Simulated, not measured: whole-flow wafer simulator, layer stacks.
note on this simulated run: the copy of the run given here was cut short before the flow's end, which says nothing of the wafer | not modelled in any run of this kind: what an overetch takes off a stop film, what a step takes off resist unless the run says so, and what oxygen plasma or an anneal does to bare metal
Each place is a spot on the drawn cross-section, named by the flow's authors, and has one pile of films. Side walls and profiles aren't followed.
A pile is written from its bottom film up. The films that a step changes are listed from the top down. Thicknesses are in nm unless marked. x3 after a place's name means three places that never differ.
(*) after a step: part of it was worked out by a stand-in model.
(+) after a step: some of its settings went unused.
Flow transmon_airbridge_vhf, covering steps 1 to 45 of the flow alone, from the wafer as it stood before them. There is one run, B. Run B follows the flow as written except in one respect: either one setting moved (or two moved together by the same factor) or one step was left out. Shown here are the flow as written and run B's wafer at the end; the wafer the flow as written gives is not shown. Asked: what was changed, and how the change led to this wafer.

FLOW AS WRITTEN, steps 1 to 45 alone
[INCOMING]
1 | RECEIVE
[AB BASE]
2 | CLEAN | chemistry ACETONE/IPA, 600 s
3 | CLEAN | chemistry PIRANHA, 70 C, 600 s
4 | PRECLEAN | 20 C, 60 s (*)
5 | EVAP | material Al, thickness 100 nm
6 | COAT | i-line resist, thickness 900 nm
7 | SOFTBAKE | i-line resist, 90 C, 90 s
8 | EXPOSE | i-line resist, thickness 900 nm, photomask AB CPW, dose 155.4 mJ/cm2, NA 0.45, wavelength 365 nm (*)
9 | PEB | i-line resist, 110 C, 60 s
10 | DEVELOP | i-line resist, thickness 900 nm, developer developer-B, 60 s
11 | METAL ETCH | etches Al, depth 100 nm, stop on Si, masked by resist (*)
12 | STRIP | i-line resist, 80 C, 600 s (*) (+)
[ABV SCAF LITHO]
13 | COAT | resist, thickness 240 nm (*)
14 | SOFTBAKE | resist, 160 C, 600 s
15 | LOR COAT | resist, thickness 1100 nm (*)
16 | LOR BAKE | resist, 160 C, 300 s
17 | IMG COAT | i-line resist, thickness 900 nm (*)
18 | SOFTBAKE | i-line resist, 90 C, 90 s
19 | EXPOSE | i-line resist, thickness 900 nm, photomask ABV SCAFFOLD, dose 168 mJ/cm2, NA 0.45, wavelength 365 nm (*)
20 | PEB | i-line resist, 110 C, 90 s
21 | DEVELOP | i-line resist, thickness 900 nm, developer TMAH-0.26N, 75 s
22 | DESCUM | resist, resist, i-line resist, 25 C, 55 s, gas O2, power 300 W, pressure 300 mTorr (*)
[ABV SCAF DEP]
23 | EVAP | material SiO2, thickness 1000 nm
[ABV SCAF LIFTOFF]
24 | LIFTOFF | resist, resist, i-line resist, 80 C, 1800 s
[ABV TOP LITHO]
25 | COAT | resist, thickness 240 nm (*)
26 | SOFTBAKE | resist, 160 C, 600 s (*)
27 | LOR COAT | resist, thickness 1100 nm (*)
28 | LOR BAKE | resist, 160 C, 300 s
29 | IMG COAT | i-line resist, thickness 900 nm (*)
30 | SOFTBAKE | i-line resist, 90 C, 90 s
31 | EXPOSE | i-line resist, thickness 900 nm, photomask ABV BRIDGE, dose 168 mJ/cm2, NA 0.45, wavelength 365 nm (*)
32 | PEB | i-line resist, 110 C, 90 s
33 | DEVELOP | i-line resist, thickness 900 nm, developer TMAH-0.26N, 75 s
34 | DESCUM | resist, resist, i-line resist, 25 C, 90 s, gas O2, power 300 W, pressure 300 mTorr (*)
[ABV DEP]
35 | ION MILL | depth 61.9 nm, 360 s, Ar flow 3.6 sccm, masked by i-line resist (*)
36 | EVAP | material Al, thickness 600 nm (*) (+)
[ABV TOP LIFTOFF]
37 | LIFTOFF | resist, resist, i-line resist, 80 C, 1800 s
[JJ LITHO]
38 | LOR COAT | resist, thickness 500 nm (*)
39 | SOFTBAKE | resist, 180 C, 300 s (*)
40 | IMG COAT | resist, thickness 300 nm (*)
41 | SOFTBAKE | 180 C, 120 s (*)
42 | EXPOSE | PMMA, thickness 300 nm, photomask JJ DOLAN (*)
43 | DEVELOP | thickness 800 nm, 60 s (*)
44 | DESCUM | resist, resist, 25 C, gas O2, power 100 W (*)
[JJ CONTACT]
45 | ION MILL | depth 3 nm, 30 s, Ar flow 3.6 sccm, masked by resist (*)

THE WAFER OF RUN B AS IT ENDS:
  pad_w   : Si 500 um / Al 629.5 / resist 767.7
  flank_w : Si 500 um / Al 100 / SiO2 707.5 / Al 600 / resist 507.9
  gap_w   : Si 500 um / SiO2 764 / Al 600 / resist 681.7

Cause: step 23, EVAP: thickness 800 nm was run, though the flow has thickness 1000 nm.

The path from the change to this, step by step:
  23 | EVAP | material SiO2, thickness 1000 nm
      field x3, jj_line, ground_far and 10 more: +800 SiO2 (new film) (in the flow as written it would be: +1000 SiO2 (new film))
      flank_w, flank_e: +743.5 SiO2 (new film) (in the flow as written it would be: +929.3 SiO2 (new film))
  24 | LIFTOFF | resist, resist, i-line resist, 80 C, 1800 s
      field x3, jj_line, trace_open_s x2: -800 SiO2 (all of it), -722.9 i-line resist (all of it), -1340 resist (all of it) (in the flow as written it would be: -1000 SiO2 (all of it), -722.9 i-line resist (all of it), -1340 resist (all of it))
      pad_w, pad_e: -800 SiO2 (all of it), -718 i-line resist (all of it), -1330.2 resist (all of it) (in the flow as written it would be: -1000 SiO2 (all of it), -718 i-line resist (all of it), -1330.2 resist (all of it))
      (as well as at 1 more place)
  25 | COAT | resist, thickness 240 nm (*)
      flank_w, flank_e: +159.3 resist (new film) (in the flow as written it would be: +152.6 resist (new film))
      gap_w, gap_e: +219.4 resist (new film) (in the flow as written it would be: +210.7 resist (new film))
      (as well as at 6 more places)
  27 | LOR COAT | resist, thickness 1100 nm (*)
      gap_w, gap_e: +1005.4 resist (in the flow as written it would be: +977.8 resist)
      margin_s, margin_n: +871.6 resist (in the flow as written it would be: +823.4 resist)
      (as well as at 6 more places)
  29 | IMG COAT | i-line resist, thickness 900 nm (*)
      gap_w, gap_e: +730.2 i-line resist (new film) (in the flow as written it would be: +681.7 i-line resist (new film))
      margin_s, margin_n: +666.5 i-line resist (new film) (in the flow as written it would be: +603.2 i-line resist (new film))
      (as well as at 5 more places)
  32 | PEB | i-line resist, 110 C, 90 s
      flank_w, flank_e: -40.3 i-line resist (in the flow as written it would be: -38.3 i-line resist)
      gap_w, gap_e: -37.3 i-line resist (in the flow as written it would be: -34.7 i-line resist)
      (as well as at 5 more places)
  33 | DEVELOP | i-line resist, thickness 900 nm, developer TMAH-0.26N, 75 s
      gap_w, gap_e: -692.9 i-line resist (all of it), -1005.4 resist (in the flow as written it would be: -646.9 i-line resist (all of it), -977.8 resist)
      pad_w: -920.3 i-line resist (all of it), -1216.6 resist (in the flow as written it would be: -937.2 i-line resist (all of it), -1247.8 resist)
      (as well as at 5 more places)
  34 | DESCUM | resist, resist, i-line resist, 25 C, 90 s, gas O2, power 300 W, pressure 300 mTorr (*)
      flank_w, flank_e: -159.3 resist (all of it) (in the flow as written it would be: -152.6 resist (all of it))
      gap_w, gap_e: -219.4 resist (all of it) (in the flow as written it would be: -210.7 resist (all of it))
      (as well as at 4 more places)
  37 | LIFTOFF | resist, resist, i-line resist, 80 C, 1800 s
      margin_s, margin_n: -600 Al (all of it), -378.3 i-line resist (all of it), -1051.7 resist (all of it) (in the flow as written it would be: -600 Al (all of it), -318.3 i-line resist (all of it), -992 resist (all of it))
      ground_far: -600 Al (all of it), -693 i-line resist (all of it), -1378.2 resist (all of it) (in the flow as written it would be: -600 Al (all of it), -717.9 i-line resist (all of it), -1384.9 resist (all of it))
  38 | LOR COAT | resist, thickness 500 nm (*)
      pad_w, pad_e: +504.9 resist (new film) (in the flow as written it would be: +517 resist (new film))
      flank_w, flank_e: +321.3 resist (new film) (in the flow as written it would be: +306.5 resist (new film))
      (as well as at 3 more places)
  40 | IMG COAT | resist, thickness 300 nm (*)
      flank_w, flank_e: +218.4 resist (in the flow as written it would be: +212.1 resist)
      gap_w, gap_e: +254.2 resist (in the flow as written it would be: +245.7 resist)
      (as well as at 4 more places)
